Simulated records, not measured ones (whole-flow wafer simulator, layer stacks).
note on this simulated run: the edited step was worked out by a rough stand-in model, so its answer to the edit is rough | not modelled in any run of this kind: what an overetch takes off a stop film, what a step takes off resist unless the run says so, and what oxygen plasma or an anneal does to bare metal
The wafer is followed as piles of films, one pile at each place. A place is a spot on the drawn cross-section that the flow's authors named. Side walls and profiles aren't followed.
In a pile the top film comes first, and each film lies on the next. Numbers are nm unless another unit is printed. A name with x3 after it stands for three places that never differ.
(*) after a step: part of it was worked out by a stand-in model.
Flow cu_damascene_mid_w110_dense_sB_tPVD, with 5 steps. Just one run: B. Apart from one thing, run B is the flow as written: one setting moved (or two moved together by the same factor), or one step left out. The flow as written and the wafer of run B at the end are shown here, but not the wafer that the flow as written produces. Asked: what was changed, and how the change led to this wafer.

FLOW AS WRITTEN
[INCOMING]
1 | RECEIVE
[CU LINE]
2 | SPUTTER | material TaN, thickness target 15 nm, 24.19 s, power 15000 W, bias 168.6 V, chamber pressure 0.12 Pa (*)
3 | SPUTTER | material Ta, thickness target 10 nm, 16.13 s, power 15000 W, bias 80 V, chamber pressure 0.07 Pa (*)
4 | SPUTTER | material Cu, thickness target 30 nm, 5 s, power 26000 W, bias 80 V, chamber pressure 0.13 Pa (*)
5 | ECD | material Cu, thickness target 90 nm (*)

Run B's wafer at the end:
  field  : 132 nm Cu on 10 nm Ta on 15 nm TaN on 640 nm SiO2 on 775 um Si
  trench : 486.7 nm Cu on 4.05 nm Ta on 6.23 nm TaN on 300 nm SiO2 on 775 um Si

What caused this: step 4, SPUTTER: thickness target 42 nm was run, while the flow as written has thickness target 30 nm; step 4, SPUTTER: 7 s was run, where the flow has 5 s.

Step by step, how the change led to this:
  4 | SPUTTER | material Cu, thickness target 30 nm, 5 s, power 26000 W, bias 80 V, chamber pressure 0.13 Pa (*)
      field: +42 Cu (new film) (it would be, as written: +30 Cu (new film))
      trench: +17.5 Cu (new film) (it would be, as written: +12.5 Cu (new film))
